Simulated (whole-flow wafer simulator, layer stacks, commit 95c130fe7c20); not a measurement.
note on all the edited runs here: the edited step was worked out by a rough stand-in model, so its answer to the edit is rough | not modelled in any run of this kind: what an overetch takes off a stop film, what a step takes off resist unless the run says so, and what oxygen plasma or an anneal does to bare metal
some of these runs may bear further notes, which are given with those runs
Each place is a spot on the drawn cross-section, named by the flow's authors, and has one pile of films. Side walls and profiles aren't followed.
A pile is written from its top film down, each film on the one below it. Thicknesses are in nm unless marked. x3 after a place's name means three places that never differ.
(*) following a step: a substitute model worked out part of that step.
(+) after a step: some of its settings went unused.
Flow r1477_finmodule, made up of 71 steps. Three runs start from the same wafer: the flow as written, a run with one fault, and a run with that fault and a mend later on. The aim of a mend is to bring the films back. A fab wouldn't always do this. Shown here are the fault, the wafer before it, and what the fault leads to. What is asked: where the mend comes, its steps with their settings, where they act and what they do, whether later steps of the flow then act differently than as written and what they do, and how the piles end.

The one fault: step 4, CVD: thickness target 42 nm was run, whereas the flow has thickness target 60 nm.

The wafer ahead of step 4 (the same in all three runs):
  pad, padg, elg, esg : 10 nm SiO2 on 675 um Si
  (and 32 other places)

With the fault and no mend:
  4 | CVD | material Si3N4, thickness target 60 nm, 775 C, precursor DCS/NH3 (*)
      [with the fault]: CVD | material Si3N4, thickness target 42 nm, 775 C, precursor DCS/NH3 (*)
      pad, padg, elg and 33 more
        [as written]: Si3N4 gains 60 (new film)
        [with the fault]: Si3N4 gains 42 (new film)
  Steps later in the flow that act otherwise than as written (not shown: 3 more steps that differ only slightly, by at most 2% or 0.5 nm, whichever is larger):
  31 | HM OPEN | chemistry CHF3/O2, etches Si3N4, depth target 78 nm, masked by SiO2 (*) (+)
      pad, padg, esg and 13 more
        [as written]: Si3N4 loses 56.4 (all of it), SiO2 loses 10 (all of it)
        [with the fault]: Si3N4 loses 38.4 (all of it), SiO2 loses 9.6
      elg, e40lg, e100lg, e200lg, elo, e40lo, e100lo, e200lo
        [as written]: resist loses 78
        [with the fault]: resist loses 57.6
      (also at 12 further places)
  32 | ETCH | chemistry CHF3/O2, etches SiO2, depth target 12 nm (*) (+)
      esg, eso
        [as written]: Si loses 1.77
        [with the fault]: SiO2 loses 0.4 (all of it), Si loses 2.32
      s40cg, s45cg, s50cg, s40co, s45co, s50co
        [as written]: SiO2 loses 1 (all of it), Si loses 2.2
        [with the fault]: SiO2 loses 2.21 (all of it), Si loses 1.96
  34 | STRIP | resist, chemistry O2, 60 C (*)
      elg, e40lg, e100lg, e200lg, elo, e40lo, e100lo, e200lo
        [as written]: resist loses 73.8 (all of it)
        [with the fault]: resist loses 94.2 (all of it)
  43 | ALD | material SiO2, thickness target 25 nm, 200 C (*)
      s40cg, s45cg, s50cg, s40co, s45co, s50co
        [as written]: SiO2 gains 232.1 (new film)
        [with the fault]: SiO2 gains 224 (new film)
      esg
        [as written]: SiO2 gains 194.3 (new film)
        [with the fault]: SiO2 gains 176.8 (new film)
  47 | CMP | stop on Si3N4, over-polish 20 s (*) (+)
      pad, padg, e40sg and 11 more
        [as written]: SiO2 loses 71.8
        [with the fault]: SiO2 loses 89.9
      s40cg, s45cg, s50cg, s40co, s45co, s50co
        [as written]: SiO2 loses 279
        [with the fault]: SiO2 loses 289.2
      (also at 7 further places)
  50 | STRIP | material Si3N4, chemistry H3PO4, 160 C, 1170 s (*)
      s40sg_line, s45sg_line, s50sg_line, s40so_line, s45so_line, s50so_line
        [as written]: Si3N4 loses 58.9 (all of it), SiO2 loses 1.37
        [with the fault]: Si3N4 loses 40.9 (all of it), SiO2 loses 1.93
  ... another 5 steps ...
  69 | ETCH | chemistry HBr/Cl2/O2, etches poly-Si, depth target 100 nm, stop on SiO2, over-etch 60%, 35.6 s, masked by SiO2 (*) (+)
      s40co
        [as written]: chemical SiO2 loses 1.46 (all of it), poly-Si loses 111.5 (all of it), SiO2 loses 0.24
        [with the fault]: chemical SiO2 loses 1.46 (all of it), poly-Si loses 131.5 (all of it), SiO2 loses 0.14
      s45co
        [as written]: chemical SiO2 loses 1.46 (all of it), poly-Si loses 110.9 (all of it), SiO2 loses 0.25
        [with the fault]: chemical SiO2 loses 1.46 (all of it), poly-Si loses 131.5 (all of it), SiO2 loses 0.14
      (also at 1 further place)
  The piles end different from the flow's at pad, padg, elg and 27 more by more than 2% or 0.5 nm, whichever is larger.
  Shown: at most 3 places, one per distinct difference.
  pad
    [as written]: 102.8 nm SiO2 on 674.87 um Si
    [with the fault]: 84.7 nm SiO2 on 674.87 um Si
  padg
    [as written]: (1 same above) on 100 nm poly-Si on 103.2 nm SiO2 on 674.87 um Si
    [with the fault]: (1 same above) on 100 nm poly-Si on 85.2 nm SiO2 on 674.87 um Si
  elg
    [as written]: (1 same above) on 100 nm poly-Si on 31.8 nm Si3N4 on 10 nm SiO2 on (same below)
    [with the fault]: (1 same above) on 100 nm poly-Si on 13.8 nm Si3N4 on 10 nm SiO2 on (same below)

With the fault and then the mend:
  The mend follows step 5.
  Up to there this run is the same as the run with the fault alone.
  5a | CVD | material Si3N4, thickness target 18 nm, 775 C, precursor DCS/NH3 (*) (a further turn of the flow's step 4, with different settings)
      pad, padg, elg and 33 more
        Si3N4 gains 18
  Later steps of the flow that are run all act as written at every place that is followed.
  At every place that both follow, the piles at the end match the flow's.
